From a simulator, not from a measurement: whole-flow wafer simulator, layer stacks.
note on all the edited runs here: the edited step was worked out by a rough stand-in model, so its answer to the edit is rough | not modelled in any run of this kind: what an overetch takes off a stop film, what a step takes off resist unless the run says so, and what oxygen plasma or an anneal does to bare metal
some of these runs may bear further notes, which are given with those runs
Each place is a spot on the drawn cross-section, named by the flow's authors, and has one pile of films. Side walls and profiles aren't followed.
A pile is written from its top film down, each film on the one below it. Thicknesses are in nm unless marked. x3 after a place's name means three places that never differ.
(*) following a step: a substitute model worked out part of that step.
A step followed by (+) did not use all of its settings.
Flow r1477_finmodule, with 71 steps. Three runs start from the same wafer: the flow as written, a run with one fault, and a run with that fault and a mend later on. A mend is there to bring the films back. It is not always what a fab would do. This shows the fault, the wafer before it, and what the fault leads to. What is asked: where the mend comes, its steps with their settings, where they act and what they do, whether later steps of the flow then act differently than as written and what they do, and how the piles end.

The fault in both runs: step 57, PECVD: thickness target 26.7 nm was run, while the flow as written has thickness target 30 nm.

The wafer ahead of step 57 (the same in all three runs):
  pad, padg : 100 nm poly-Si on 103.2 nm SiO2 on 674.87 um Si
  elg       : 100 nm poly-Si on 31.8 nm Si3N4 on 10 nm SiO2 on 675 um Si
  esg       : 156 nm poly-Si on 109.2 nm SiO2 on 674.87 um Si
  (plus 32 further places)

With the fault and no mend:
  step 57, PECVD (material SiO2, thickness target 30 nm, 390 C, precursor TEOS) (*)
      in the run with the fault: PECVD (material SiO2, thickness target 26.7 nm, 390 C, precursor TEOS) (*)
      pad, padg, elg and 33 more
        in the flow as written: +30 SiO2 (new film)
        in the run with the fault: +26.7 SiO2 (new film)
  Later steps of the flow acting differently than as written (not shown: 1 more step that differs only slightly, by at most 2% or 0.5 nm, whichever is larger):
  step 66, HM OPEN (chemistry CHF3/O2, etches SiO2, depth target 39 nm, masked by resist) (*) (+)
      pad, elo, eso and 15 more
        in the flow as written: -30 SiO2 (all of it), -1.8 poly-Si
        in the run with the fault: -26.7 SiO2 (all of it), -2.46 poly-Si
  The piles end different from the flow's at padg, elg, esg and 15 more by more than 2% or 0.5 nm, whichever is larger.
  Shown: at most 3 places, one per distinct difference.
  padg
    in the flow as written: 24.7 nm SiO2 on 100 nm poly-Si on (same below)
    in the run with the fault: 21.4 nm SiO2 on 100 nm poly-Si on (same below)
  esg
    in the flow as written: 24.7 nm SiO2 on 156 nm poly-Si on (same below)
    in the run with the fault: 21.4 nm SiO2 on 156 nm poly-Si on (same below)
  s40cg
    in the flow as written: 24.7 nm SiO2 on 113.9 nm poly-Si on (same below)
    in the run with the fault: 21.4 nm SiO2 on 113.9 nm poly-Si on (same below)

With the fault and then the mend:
  The mend stands after step 64.
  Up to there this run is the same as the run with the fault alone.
  step 64a, STRIP (resist, chemistry O2, 60 C)
      padg, elg, esg
        -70 resist (all of it)
      e40lg, e100lg, e200lg
        -66.9 resist (all of it)
      s40sg, s45sg
        -91 resist (all of it)
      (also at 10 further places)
  step 64b, PECVD (material SiO2, thickness target 3.3 nm, 390 C, precursor TEOS) (*) (a further turn of the flow's step 57, with different settings)
      pad, padg, elg and 33 more
        +3.3 SiO2
  step 64c, COAT (resist, thickness 70 nm) (*) (a further turn of the flow's step 60)
      e40lg, e100lg, e200lg, elo, e40lo, e100lo, e200lo
        +66.9 resist (new film)
      pad, padg, elg, esg
        +70 resist (new film)
      s40sg, s45sg, s40so, s45so
        +91 resist (new film)
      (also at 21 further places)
  step 64d, SOFTBAKE (180 C, 180 s) (*) (a further turn of the flow's step 61)
      does not change any film at any place that is followed
  step 64e, EXPOSE (resist, photomask GATE) (a further turn of the flow's step 62)
      does not change any film at any place that is followed
  step 64f, DEVELOP (*) (a further turn of the flow's step 63)
      elo, e40lo, e100lo, e200lo
        -66.9 resist (all of it)
      eso, e40so
        -129.5 resist (all of it)
      s40so, s45so
        -91 resist (all of it)
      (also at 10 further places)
  None of the later steps of the flow acts differently than as written at any place that is followed.
  At every place that both follow, the piles at the end match the flow's.
